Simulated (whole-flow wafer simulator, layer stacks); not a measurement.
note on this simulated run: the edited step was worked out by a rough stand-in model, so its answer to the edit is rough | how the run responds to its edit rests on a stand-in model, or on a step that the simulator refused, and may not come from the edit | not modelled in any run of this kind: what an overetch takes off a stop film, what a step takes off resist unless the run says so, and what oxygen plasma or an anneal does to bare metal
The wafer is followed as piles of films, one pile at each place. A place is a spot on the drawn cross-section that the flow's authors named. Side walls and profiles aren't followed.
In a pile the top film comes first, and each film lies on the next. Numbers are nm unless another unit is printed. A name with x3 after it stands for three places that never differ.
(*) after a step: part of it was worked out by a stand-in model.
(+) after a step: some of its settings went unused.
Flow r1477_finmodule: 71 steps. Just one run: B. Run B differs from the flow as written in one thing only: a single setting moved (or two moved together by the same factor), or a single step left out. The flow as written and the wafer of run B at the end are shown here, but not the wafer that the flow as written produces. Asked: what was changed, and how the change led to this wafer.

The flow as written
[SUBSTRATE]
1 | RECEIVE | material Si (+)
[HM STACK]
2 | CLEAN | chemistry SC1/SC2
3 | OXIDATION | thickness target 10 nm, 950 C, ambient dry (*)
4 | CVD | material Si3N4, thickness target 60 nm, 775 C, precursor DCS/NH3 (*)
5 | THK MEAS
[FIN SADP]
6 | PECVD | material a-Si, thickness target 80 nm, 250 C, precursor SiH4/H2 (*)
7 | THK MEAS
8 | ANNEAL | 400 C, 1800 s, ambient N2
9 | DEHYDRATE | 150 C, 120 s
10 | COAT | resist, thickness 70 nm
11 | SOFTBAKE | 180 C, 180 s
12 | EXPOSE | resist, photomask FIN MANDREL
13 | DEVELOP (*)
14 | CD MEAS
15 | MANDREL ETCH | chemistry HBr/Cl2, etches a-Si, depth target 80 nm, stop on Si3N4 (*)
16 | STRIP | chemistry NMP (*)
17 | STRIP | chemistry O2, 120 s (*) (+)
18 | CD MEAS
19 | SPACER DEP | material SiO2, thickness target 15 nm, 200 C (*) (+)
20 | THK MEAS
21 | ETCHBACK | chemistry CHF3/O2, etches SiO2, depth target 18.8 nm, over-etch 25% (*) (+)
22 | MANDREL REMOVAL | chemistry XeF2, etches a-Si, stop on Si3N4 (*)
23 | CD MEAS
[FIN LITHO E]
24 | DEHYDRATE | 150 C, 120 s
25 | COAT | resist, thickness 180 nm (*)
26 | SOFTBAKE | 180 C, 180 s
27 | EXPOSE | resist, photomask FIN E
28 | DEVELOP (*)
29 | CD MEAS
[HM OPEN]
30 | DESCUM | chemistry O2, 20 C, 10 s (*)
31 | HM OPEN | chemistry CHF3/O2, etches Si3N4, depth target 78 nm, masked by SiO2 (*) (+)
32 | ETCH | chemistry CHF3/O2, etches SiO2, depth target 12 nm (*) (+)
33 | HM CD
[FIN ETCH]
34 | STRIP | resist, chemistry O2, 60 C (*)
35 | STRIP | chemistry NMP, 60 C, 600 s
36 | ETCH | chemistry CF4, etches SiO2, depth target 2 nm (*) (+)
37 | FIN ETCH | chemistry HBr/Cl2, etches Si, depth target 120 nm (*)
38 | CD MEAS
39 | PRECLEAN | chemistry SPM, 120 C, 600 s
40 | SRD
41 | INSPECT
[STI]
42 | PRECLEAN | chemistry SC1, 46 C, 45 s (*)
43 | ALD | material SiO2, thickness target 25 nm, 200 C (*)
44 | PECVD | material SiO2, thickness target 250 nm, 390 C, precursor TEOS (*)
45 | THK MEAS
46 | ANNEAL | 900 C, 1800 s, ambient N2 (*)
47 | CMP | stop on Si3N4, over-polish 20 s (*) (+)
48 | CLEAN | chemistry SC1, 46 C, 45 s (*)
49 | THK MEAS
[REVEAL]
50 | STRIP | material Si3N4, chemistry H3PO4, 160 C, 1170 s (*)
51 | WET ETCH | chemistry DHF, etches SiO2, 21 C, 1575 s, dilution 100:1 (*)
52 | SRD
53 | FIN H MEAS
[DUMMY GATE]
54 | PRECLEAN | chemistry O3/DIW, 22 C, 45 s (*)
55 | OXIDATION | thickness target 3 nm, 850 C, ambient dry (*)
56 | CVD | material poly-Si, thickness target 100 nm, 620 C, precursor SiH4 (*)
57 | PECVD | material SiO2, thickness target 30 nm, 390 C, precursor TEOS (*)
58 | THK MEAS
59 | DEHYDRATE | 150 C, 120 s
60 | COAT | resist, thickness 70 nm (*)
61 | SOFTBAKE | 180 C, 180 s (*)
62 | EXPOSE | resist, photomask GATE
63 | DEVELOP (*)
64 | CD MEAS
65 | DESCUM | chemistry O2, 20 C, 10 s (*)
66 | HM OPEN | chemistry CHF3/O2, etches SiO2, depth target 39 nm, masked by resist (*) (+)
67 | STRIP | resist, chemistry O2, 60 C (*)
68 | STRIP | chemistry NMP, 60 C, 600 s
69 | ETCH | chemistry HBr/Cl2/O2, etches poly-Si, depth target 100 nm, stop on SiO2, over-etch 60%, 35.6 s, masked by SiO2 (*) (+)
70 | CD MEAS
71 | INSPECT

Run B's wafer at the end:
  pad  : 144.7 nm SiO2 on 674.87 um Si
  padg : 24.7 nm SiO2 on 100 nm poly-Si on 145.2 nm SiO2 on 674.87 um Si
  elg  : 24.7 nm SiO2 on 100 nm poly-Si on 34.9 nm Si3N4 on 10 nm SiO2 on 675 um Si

Cause: step 51, WET ETCH: 803 s was run, though the flow has 1575 s.

The path from the change to this, step by step:
  51 | WET ETCH | chemistry DHF, etches SiO2, 21 C, 1575 s, dilution 100:1 (*)
      pad, padg, e40sg and 12 more: -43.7 SiO2 (it would be, as written: -85.7 SiO2)
      elg, e40lg, e100lg, e200lg, elo, e40lo, e100lo, e200lo: -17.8 SiO2 (all of it), -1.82 Si3N4 (it would be, as written: -17.8 SiO2 (all of it), -4.97 Si3N4)
      (as well as at 7 more places)
  56 | CVD | material poly-Si, thickness target 100 nm, 620 C, precursor SiH4 (*)
      s40sg_line, s45sg_line, s50sg_line, s40so_line, s45so_line, s50so_line: +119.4 poly-Si (new film) (it would be, as written: +100 poly-Si (new film))
      s40cg, s40co: +100 poly-Si (new film) (it would be, as written: +113.9 poly-Si (new film))
      (as well as at 5 more places)
  60 | COAT | resist, thickness 70 nm (*)
      e40lg, e100lg, elo, e40lo, e100lo: +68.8 resist (new film) (it would be, as written: +66.9 resist (new film))
      e40sg, eso, e40so: +92.6 resist (new film) (it would be, as written: +129.5 resist (new film))
      (as well as at 22 more places)
  63 | DEVELOP (*)
      elo, e40lo, e100lo: -68.8 resist (all of it) (it would be, as written: -66.9 resist (all of it))
      eso, e40so: -92.6 resist (all of it) (it would be, as written: -129.5 resist (all of it))
      (as well as at 11 more places)
  67 | STRIP | resist, chemistry O2, 60 C (*)
      e40lg, e100lg: -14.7 resist (all of it) (it would be, as written: -12.8 resist (all of it))
      e40sg: -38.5 resist (all of it) (it would be, as written: -75.4 resist (all of it))
      (as well as at 12 more places)
  69 | ETCH | chemistry HBr/Cl2/O2, etches poly-Si, depth target 100 nm, stop on SiO2, over-etch 60%, 35.6 s, masked by SiO2 (*) (+)
      s40so_line, s45so_line, s50so_line: -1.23 chemical SiO2 (all of it), -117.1 poly-Si (all of it), -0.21 SiO2 (it would be, as written: -1.46 chemical SiO2 (all of it), -97.6 poly-Si (all of it), -0.42 SiO2)
      s40co: -1.23 chemical SiO2 (all of it), -97.7 poly-Si (all of it), -0.42 SiO2 (it would be, as written: -1.46 chemical SiO2 (all of it), -111.5 poly-Si (all of it), -0.24 SiO2)
      (as well as at 2 more places)
